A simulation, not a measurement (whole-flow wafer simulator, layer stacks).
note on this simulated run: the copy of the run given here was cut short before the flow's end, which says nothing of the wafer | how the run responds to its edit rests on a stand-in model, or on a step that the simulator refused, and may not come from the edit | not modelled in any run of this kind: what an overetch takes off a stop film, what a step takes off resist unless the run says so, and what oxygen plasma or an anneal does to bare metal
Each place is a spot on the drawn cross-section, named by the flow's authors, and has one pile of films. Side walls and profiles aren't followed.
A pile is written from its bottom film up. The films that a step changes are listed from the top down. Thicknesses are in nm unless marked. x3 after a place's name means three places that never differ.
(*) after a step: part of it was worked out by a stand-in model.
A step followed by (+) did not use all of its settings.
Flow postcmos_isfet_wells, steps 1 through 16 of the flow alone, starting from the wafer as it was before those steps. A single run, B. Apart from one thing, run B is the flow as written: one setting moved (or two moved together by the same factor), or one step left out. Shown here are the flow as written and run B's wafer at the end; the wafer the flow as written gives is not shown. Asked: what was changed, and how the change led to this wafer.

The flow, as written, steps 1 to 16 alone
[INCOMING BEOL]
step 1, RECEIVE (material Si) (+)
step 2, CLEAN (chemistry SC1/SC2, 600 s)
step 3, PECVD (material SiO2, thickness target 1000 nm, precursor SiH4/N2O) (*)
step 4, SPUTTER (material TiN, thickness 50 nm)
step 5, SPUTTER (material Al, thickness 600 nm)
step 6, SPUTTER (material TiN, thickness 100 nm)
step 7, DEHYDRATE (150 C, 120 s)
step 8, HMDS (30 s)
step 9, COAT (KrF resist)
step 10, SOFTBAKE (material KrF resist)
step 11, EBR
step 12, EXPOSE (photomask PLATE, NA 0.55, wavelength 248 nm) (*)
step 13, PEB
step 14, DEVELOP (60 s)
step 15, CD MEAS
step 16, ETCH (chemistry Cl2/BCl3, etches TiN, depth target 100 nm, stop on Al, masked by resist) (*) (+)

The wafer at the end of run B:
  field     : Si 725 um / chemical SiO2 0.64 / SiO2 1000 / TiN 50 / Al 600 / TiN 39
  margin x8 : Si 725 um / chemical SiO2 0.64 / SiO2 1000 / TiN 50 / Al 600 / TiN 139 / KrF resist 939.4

What caused this: step 6, SPUTTER: thickness 139 nm was run, while the flow as written has thickness 100 nm.
The wafer lets one read it off: margin x8 has TiN 139, and step 6 as written asks for 100 nm.

How this came from the change, step by step:
  step 6, SPUTTER (material TiN, thickness 100 nm)
      field, margin x8: TiN gains 139 (new film) (it would be, as written: TiN gains 100 (new film))
  step 16, ETCH (chemistry Cl2/BCl3, etches TiN, depth target 100 nm, stop on Al, masked by resist) (*) (+)
      field: TiN loses 100 (it would be, as written: TiN loses 100 (all of it))
